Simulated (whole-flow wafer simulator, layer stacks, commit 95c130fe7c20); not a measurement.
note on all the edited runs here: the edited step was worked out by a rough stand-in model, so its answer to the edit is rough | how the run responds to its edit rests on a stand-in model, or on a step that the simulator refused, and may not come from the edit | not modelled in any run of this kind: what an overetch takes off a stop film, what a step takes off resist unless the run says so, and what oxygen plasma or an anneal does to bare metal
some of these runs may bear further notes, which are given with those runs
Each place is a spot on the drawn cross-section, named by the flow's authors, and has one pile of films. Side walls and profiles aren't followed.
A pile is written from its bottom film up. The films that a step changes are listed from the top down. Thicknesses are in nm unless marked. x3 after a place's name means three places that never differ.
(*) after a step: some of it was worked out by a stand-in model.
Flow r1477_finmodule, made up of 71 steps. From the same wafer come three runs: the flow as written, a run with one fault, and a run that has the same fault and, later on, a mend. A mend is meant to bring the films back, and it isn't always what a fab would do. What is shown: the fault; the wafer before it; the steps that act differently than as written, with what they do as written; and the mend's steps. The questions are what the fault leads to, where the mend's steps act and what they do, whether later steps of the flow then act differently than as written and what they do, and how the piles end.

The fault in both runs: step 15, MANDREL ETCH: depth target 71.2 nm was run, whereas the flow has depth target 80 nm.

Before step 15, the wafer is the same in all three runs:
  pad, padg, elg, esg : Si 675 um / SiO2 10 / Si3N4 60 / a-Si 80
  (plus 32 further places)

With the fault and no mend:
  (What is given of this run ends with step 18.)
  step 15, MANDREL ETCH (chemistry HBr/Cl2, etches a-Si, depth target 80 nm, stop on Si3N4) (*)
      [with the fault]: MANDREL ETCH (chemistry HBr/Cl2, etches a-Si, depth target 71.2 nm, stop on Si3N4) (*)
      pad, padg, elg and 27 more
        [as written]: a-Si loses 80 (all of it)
        [with the fault]: a-Si loses 71.2
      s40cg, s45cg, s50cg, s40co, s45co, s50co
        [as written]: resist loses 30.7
        [with the fault]: resist loses 27.3
  Steps further on in the flow that do not act as written:
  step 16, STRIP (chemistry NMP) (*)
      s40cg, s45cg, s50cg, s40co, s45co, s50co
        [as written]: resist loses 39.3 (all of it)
        [with the fault]: resist loses 42.7 (all of it)
  Once step 18 is done, the piles at pad, padg, elg and 27 more depart from the flow's by more than 2% or 0.5 nm, whichever is larger.
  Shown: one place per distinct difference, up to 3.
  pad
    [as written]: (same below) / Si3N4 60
    [with the fault]: (same below) / Si3N4 60 / a-Si 8.8

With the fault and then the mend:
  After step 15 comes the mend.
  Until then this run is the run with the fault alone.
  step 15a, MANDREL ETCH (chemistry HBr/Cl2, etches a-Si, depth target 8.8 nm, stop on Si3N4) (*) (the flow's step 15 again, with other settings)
      pad, padg, elg and 27 more
        a-Si loses 8.8 (all of it)
      s40cg, s45cg, s50cg, s40co, s45co, s50co
        resist loses 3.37
  Every later step of the flow that is run acts as written at every place that is followed.
  By the end, the piles equal the flow's at every place that both follow.
